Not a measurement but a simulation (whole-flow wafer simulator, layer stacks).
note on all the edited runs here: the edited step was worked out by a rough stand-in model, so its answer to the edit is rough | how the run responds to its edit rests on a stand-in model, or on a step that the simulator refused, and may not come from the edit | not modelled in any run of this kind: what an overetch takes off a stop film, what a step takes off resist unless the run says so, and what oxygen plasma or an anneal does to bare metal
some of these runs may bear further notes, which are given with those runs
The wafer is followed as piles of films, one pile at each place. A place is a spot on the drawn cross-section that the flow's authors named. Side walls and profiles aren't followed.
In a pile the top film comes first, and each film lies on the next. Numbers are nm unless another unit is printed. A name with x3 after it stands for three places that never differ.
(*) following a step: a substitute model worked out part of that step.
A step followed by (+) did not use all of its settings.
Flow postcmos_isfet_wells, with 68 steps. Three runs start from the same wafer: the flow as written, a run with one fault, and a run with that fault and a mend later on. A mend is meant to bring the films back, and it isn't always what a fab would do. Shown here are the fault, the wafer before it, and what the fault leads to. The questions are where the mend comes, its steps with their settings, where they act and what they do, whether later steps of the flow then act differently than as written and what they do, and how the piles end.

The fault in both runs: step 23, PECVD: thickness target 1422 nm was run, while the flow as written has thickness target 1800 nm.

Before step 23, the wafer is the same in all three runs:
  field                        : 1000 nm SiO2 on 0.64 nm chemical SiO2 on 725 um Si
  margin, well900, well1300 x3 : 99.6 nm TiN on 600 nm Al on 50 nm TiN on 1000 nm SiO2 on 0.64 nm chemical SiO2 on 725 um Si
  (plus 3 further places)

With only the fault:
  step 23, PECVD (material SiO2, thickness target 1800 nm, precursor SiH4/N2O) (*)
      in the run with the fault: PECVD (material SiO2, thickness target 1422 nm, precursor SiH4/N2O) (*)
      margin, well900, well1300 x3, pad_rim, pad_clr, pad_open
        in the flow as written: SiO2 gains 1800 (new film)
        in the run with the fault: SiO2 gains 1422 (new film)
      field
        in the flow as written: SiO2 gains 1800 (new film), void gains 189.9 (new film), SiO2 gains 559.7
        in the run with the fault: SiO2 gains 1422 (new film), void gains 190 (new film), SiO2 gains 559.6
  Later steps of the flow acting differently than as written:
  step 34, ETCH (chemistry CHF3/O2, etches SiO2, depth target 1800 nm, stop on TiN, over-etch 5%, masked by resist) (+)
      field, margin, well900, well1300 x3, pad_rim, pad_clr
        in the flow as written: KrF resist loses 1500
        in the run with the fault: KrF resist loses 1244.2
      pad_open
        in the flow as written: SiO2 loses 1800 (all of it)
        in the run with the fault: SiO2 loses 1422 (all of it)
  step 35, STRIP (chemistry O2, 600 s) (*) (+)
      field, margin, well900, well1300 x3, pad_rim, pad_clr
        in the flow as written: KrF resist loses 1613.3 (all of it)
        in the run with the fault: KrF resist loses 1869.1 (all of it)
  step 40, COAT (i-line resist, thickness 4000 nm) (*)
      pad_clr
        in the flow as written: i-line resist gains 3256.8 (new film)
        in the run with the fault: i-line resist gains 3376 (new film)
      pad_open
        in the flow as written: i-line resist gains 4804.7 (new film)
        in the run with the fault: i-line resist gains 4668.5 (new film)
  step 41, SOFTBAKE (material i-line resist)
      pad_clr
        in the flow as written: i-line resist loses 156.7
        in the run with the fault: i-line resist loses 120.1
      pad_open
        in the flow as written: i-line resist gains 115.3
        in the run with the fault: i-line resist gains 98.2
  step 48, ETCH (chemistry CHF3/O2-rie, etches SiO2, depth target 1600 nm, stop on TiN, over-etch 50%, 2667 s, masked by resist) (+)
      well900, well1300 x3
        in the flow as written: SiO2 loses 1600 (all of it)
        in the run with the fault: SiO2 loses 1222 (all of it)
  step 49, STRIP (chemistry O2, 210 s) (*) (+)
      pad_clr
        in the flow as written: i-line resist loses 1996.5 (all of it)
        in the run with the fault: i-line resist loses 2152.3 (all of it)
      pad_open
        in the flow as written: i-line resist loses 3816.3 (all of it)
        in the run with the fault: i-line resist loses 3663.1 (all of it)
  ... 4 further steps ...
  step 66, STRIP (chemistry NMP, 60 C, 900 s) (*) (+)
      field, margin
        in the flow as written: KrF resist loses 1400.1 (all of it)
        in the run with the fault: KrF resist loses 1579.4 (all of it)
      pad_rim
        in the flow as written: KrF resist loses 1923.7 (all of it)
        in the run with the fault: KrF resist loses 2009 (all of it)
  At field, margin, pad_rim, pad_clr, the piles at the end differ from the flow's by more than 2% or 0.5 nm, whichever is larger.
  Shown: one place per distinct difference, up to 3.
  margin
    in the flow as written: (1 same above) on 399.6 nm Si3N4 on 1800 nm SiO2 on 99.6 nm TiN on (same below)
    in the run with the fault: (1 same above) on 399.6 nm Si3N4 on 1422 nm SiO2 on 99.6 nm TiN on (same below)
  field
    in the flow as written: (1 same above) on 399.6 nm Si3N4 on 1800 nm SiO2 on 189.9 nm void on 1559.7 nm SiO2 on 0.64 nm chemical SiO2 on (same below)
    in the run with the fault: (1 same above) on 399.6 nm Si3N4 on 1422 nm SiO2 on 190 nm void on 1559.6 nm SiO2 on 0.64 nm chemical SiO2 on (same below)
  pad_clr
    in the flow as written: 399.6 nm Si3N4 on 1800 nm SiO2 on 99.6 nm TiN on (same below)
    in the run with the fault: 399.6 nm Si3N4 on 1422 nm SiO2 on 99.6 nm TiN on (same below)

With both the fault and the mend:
  The mend stands after step 23.
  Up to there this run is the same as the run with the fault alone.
  step 23a, PECVD (material SiO2, thickness target 378 nm, precursor SiH4/N2O) (*) (a further turn of the flow's step 23, with different settings)
      field, margin, well900, well1300 x3, pad_rim, pad_clr, pad_open
        SiO2 gains 378
  Every later step of the flow that is run acts as written at every place that is followed.
  When the end is reached, the piles differ only a little from the flow's at the places that both follow, at most by 2% or 0.5 nm, whichever is larger.
